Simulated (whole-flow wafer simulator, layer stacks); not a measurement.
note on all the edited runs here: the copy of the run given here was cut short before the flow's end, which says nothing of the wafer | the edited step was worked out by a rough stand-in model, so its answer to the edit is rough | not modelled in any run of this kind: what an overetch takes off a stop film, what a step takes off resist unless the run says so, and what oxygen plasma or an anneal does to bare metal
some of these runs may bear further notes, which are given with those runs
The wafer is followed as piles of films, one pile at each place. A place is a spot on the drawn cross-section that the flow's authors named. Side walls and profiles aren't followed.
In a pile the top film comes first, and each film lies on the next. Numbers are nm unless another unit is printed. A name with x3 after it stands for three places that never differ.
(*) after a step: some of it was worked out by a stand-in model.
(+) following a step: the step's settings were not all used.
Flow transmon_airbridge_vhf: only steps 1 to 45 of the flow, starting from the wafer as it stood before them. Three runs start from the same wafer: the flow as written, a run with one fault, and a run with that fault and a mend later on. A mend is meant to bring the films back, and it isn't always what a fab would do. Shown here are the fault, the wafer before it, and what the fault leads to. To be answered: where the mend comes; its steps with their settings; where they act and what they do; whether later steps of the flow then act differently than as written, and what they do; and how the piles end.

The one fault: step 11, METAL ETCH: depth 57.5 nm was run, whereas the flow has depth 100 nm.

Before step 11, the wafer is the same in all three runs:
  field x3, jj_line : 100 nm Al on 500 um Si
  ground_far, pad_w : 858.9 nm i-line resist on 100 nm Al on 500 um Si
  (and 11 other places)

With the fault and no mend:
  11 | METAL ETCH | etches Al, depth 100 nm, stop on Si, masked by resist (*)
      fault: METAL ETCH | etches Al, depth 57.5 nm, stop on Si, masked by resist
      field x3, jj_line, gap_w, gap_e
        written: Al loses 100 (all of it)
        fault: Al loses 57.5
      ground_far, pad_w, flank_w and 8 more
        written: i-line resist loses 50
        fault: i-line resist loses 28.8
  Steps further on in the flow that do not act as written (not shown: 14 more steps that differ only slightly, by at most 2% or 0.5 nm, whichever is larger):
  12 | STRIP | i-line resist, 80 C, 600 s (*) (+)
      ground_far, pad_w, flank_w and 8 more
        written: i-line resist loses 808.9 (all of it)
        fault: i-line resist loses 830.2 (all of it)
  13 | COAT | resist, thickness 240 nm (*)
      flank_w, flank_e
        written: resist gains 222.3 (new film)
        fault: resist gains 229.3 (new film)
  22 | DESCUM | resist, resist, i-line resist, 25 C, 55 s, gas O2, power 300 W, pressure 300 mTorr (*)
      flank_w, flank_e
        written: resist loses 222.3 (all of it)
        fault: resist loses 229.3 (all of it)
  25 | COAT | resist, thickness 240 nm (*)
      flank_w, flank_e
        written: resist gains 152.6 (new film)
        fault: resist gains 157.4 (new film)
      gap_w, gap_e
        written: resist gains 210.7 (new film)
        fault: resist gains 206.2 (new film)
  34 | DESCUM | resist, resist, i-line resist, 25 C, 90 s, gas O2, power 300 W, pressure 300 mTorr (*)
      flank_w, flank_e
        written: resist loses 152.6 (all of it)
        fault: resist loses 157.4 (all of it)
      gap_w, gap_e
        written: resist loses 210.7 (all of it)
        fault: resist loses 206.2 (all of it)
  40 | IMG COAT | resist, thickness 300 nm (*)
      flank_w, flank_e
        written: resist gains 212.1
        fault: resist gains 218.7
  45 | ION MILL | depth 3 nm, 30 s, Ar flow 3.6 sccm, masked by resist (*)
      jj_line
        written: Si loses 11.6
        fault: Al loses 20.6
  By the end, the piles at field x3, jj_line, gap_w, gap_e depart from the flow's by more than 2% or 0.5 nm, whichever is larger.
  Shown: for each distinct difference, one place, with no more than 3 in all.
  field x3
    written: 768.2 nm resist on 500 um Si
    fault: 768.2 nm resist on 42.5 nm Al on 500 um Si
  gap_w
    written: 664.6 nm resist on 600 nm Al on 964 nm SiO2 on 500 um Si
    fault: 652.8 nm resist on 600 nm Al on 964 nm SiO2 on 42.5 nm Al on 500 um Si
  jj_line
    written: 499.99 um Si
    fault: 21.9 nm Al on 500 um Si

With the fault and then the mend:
  After step 11 comes the mend.
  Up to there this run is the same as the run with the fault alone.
  11a | METAL ETCH | etches Al, depth 42.5 nm, stop on Si, masked by resist (*) (the flow's step 11 again, with other settings)
      ground_far, pad_w, flank_w and 8 more
        i-line resist loses 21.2
      field x3, jj_line, gap_w, gap_e
        Al loses 42.5 (all of it)
  Later steps of the flow that are run all act as written at every place that is followed.
  The piles end the same as the flow's at every place that both follow.
